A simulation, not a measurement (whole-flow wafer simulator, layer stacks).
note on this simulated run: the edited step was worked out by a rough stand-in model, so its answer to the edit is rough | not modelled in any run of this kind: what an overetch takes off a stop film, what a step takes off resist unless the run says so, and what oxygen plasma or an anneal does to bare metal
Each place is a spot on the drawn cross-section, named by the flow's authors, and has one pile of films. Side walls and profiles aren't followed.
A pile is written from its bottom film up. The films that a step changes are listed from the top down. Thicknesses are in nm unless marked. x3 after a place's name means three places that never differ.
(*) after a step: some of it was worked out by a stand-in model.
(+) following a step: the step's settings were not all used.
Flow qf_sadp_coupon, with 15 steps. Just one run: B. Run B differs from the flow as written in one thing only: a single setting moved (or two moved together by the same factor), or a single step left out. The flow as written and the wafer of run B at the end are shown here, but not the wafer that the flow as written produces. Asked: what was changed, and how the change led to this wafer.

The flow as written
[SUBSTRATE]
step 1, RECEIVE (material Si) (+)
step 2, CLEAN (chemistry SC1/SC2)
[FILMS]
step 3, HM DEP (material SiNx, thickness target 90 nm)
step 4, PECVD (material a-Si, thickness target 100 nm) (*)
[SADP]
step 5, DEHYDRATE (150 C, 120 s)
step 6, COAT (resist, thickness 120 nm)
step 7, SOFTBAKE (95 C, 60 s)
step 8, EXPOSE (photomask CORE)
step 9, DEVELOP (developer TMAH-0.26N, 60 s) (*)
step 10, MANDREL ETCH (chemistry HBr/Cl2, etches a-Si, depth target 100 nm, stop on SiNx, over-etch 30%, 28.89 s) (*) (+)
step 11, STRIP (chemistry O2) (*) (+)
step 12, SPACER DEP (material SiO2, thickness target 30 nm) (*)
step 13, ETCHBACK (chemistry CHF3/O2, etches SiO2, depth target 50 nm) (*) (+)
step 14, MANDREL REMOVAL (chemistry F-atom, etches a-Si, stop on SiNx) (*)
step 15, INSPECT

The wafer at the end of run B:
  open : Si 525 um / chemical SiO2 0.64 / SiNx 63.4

Cause: step 4, PECVD: thickness target 77.1 nm was run, though the flow has thickness target 100 nm.

The path from the change to this, step by step:
  step 4, PECVD (material a-Si, thickness target 100 nm) (*)
      m, open: +77.1 a-Si (new film) (it would be, as written: +100 a-Si (new film))
  step 10, MANDREL ETCH (chemistry HBr/Cl2, etches a-Si, depth target 100 nm, stop on SiNx, over-etch 30%, 28.89 s) (*) (+)
      open: -77.1 a-Si (all of it), -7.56 SiNx (it would be, as written: -100 a-Si (all of it), -4.29 SiNx)
  step 14, MANDREL REMOVAL (chemistry F-atom, etches a-Si, stop on SiNx) (*)
      m: -72.9 a-Si (all of it) (it would be, as written: -95.8 a-Si (all of it))
